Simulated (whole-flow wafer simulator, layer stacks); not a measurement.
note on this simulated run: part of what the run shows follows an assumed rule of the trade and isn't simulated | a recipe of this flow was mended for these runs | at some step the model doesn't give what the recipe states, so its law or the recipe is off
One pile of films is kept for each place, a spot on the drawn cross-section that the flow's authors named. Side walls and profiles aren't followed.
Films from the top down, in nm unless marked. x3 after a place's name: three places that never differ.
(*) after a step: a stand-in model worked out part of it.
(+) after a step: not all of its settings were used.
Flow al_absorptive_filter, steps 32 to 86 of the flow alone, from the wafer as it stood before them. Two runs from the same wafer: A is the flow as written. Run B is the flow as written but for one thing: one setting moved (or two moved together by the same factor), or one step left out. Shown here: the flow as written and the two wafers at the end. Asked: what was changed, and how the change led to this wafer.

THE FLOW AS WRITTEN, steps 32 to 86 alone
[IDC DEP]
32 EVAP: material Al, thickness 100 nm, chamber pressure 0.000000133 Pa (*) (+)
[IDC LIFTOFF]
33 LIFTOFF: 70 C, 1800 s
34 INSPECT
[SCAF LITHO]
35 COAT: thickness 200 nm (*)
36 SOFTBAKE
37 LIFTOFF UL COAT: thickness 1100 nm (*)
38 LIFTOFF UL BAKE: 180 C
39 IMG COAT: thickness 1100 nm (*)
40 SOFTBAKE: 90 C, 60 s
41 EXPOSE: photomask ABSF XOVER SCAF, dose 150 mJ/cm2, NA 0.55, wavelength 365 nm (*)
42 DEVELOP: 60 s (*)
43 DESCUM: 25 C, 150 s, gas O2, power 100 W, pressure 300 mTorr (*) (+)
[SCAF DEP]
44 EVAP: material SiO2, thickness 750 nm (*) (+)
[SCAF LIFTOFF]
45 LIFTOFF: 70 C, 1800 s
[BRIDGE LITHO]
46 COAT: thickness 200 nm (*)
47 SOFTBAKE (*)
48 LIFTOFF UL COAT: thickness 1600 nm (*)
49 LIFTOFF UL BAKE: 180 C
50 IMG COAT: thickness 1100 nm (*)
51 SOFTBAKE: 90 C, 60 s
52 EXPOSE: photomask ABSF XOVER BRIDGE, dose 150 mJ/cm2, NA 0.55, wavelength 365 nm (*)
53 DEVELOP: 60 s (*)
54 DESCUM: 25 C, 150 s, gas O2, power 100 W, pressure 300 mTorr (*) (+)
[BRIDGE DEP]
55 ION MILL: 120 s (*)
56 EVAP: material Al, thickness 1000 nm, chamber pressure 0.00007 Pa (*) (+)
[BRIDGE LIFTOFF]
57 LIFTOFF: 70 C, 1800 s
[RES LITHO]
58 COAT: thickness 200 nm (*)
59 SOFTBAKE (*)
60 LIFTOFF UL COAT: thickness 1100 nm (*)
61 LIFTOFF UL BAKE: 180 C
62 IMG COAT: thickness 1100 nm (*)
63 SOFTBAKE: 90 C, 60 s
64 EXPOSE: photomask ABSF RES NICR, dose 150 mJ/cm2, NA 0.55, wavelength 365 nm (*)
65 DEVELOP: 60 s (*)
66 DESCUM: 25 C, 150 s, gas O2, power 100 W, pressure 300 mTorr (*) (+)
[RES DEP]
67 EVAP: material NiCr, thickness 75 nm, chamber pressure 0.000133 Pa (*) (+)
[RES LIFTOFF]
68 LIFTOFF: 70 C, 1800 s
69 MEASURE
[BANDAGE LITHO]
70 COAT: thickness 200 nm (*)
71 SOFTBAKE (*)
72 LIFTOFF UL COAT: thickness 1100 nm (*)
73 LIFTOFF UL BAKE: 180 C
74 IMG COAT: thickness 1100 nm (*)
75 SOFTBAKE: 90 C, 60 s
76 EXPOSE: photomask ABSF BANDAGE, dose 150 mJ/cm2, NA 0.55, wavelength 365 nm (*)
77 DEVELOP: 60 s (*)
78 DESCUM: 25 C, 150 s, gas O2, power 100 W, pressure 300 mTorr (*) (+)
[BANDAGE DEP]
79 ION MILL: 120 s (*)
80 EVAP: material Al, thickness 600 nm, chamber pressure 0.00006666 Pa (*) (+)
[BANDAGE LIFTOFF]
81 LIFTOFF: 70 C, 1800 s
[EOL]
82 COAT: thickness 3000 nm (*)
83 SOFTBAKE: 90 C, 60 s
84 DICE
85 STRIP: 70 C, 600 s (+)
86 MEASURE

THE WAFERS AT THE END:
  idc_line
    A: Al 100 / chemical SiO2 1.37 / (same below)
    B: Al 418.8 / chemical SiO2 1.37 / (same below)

The cause: step 32, EVAP: thickness 160 nm was run, where the flow has thickness 100 nm.

How the change led to this, step by step:
  32 EVAP: material Al, thickness 100 nm, chamber pressure 0.000000133 Pa (*) (+)
      gnd, pad_far, pad_near and 10 more: A Al +100 (new film) | B Al +160 (new film)
      idc_line: A Al +100 (new film) | B Al +418.8 (new film)
  33 LIFTOFF: 70 C, 1800 s
      gnd, xa_field, xa_margin, xa_strip, xl_land, idc_field, idc_space: A Al -100 (all of it), e-beam-resist -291 (all of it) | B Al -160 (all of it), e-beam-resist -291 (all of it)
      pad_far: A Al -100 (all of it), e-beam-resist -287 (all of it) | B Al -160 (all of it), e-beam-resist -287 (all of it)
      (and at 5 more places)
  35 COAT: thickness 200 nm (*)
      idc_line: A acrylic-e-beam-resist +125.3 (new film) | B acrylic-e-beam-resist +3 (new film)
      idc_space: A acrylic-e-beam-resist +228.2 (new film) | B acrylic-e-beam-resist +356.6 (new film)
  37 LIFTOFF UL COAT: thickness 1100 nm (*)
      idc_line: A lift-off-underlayer +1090 (new film) | B lift-off-underlayer +973.3 (new film)
      idc_space: A lift-off-underlayer +1087.8 (new film) | B lift-off-underlayer +1039.7 (new film)
  45 LIFTOFF: 70 C, 1800 s
      idc_line: A SiO2 -750 (all of it), i-line-resist -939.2 (all of it), lift-off-underlayer -1090 (all of it), acrylic-e-beam-resist -125.3 (all of it) | B SiO2 -750 (all of it), i-line-resist -937.2 (all of it), lift-off-underlayer -973.3 (all of it), acrylic-e-beam-resist -3 (all of it)
      idc_space: A SiO2 -750 (all of it), i-line-resist -939.1 (all of it), lift-off-underlayer -1087.8 (all of it), acrylic-e-beam-resist -228.2 (all of it) | B SiO2 -750 (all of it), i-line-resist -936.8 (all of it), lift-off-underlayer -1039.7 (all of it), acrylic-e-beam-resist -356.6 (all of it)
  46 COAT: thickness 200 nm (*)
      idc_line: A acrylic-e-beam-resist +129.8 (new film) | B acrylic-e-beam-resist +5.55 (new film)
      idc_space: A acrylic-e-beam-resist +229.8 (new film) | B acrylic-e-beam-resist +361.9 (new film)
  48 LIFTOFF UL COAT: thickness 1600 nm (*)
      idc_line: A lift-off-underlayer +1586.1 (new film) | B lift-off-underlayer +1468.4 (new film)
      idc_space: A lift-off-underlayer +1586.9 (new film) | B lift-off-underlayer +1531.6 (new film)
  57 LIFTOFF: 70 C, 1800 s
      idc_line: A Al -1000 (all of it), i-line-resist -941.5 (all of it), lift-off-underlayer -1586.1 (all of it), acrylic-e-beam-resist -129.8 (all of it) | B Al -1000 (all of it), i-line-resist -940.5 (all of it), lift-off-underlayer -1468.4 (all of it), acrylic-e-beam-resist -5.55 (all of it)
      idc_space: A Al -1000 (all of it), i-line-resist -941.5 (all of it), lift-off-underlayer -1586.9 (all of it), acrylic-e-beam-resist -229.8 (all of it) | B Al -1000 (all of it), i-line-resist -940.6 (all of it), lift-off-underlayer -1531.6 (all of it), acrylic-e-beam-resist -361.9 (all of it)
  58 COAT: thickness 200 nm (*)
      idc_line: A acrylic-e-beam-resist +129.8 (new film) | B acrylic-e-beam-resist +5.55 (new film)
      idc_space: A acrylic-e-beam-resist +229.8 (new film) | B acrylic-e-beam-resist +361.9 (new film)
  60 LIFTOFF UL COAT: thickness 1100 nm (*)
      idc_line: A lift-off-underlayer +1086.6 (new film) | B lift-off-underlayer +973.3 (new film)
      idc_space: A lift-off-underlayer +1087.4 (new film) | B lift-off-underlayer +1036.4 (new film)
  68 LIFTOFF: 70 C, 1800 s
      idc_line: A NiCr -75 (all of it), i-line-resist -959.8 (all of it), lift-off-underlayer -1086.6 (all of it), acrylic-e-beam-resist -129.8 (all of it) | B NiCr -75 (all of it), i-line-resist -957.4 (all of it), lift-off-underlayer -973.3 (all of it), acrylic-e-beam-resist -5.55 (all of it)
      idc_space: A NiCr -75 (all of it), i-line-resist -959.8 (all of it), lift-off-underlayer -1087.4 (all of it), acrylic-e-beam-resist -229.8 (all of it) | B NiCr -75 (all of it), i-line-resist -957.5 (all of it), lift-off-underlayer -1036.4 (all of it), acrylic-e-beam-resist -361.9 (all of it)
  70 COAT: thickness 200 nm (*)
      idc_line: A acrylic-e-beam-resist +129.8 (new film) | B acrylic-e-beam-resist +5.55 (new film)
      idc_space: A acrylic-e-beam-resist +229.8 (new film) | B acrylic-e-beam-resist +361.9 (new film)
  72 LIFTOFF UL COAT: thickness 1100 nm (*)
      idc_line: A lift-off-underlayer +1086.6 (new film) | B lift-off-underlayer +973.3 (new film)
      idc_space: A lift-off-underlayer +1087.4 (new film) | B lift-off-underlayer +1036.4 (new film)
  81 LIFTOFF: 70 C, 1800 s
      idc_line: A Al -600 (all of it), i-line-resist -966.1 (all of it), lift-off-underlayer -1086.6 (all of it), acrylic-e-beam-resist -129.8 (all of it) | B Al -600 (all of it), i-line-resist -963.7 (all of it), lift-off-underlayer -973.3 (all of it), acrylic-e-beam-resist -5.55 (all of it)
      idc_space: A Al -600 (all of it), i-line-resist -966.1 (all of it), lift-off-underlayer -1087.4 (all of it), acrylic-e-beam-resist -229.8 (all of it) | B Al -600 (all of it), i-line-resist -963.8 (all of it), lift-off-underlayer -1036.4 (all of it), acrylic-e-beam-resist -361.9 (all of it)
  82 COAT: thickness 3000 nm (*)
      idc_line: A i-line-resist +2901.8 (new film) | B i-line-resist +2591.9 (new film)
  83 SOFTBAKE: 90 C, 60 s
      idc_line: A i-line-resist -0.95 | B i-line-resist -4.8
      idc_space: A i-line-resist -0.95 | B i-line-resist -4.78
  85 STRIP: 70 C, 600 s (+)
      idc_line: A i-line-resist -2900.9 (all of it) | B i-line-resist -2587.1 (all of it)
